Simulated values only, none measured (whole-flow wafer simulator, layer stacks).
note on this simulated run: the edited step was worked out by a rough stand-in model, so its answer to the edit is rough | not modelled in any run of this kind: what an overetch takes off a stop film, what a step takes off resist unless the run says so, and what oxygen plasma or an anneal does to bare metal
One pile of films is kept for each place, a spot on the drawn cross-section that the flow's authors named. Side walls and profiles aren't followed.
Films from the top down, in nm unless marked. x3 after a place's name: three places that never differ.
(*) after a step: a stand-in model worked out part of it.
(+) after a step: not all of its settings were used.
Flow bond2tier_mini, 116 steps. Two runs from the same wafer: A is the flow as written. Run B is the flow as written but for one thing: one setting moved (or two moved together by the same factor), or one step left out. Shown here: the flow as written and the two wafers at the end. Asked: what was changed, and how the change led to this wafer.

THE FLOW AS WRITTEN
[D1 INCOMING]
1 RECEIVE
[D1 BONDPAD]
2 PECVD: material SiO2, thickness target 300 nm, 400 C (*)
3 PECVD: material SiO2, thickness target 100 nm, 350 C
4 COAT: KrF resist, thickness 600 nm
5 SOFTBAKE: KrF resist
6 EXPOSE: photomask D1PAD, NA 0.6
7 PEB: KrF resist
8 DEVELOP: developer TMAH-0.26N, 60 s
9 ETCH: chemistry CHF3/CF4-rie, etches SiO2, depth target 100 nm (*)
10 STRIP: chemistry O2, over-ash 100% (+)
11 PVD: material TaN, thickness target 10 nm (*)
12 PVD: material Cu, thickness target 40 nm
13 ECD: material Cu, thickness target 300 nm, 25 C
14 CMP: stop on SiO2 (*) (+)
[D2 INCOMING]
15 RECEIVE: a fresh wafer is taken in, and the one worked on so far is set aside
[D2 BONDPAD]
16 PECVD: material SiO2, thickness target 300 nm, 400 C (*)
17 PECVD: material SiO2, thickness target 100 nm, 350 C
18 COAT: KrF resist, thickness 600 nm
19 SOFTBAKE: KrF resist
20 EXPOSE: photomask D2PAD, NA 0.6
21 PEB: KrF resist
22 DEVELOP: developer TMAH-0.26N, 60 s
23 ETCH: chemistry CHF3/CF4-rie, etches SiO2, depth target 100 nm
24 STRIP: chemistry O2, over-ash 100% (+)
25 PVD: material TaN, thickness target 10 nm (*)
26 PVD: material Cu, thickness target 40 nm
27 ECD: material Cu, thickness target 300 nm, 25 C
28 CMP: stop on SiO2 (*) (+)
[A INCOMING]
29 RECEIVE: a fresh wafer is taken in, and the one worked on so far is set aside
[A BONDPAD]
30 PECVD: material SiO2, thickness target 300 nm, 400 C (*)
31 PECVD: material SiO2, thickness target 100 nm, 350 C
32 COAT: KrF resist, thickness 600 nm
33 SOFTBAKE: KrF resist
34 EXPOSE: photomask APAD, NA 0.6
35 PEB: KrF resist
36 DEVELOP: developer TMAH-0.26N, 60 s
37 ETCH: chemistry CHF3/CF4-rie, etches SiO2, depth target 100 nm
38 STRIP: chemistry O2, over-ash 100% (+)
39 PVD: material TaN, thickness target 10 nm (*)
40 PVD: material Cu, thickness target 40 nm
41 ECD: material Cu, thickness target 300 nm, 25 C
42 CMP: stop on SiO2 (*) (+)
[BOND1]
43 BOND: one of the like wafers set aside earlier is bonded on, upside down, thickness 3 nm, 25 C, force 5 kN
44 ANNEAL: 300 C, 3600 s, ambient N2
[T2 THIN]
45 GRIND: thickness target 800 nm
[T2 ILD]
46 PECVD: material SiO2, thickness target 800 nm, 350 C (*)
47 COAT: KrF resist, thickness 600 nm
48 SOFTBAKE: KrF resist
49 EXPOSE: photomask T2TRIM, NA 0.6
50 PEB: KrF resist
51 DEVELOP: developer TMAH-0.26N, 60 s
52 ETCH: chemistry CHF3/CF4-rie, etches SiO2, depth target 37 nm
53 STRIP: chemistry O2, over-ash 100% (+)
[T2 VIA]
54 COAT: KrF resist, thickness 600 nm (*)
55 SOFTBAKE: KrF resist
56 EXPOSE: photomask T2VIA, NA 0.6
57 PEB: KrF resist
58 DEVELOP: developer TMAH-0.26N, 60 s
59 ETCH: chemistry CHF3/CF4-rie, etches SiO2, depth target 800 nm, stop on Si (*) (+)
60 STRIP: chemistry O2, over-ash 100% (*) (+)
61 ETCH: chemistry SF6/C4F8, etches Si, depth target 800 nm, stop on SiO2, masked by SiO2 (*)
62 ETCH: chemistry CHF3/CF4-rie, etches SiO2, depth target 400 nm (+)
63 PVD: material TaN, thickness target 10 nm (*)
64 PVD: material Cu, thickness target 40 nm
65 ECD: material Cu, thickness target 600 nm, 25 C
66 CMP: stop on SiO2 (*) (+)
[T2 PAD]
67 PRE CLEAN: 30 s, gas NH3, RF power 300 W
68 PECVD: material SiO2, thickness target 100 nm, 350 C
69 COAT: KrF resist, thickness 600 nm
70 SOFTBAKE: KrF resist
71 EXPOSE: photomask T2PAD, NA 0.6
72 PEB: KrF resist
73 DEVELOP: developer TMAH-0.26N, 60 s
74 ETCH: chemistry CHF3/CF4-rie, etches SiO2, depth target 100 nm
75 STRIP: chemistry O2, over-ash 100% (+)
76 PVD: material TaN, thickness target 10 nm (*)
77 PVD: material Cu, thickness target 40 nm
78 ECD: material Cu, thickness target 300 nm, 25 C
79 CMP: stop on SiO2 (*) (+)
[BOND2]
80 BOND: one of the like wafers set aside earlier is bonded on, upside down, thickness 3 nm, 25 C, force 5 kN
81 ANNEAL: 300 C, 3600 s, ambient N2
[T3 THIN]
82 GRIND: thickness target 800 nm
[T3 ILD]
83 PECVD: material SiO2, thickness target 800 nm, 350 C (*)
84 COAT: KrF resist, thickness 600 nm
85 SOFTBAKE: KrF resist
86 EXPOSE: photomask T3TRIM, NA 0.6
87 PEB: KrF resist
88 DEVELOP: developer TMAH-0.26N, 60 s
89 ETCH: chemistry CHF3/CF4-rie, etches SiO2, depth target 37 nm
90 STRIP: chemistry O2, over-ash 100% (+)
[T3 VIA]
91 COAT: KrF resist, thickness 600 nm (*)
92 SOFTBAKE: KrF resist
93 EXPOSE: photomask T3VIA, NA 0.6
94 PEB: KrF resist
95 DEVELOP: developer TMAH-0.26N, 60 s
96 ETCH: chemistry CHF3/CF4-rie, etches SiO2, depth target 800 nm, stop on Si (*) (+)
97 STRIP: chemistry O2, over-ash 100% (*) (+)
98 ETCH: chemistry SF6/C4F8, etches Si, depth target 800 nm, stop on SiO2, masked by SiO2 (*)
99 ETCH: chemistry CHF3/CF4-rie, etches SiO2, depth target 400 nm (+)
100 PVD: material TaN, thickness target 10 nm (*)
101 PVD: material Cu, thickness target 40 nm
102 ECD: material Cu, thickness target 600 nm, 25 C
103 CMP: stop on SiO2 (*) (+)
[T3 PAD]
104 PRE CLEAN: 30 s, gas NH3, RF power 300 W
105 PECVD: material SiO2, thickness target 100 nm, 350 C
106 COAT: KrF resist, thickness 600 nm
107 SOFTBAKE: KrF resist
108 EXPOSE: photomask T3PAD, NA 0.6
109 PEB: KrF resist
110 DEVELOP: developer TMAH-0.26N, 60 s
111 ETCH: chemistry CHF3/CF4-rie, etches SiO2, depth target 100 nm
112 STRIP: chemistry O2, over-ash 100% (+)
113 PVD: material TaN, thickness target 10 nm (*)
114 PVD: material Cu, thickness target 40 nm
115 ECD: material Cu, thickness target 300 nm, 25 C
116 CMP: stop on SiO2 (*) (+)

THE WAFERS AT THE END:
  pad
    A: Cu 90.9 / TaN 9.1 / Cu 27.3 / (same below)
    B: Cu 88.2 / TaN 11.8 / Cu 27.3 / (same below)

The cause: step 113, PVD: thickness target 13 nm was run, where the flow has thickness target 10 nm.

How the change led to this, step by step:
  113 PVD: material TaN, thickness target 10 nm (*)
      field: A TaN +10 (new film) | B TaN +13 (new film)
      pad: A TaN +9.1 (new film) | B TaN +11.8 (new film)
  116 CMP: stop on SiO2 (*) (+)
      field: A Cu -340 (all of it), TaN -10 (all of it) | B Cu -340 (all of it), TaN -13 (all of it)
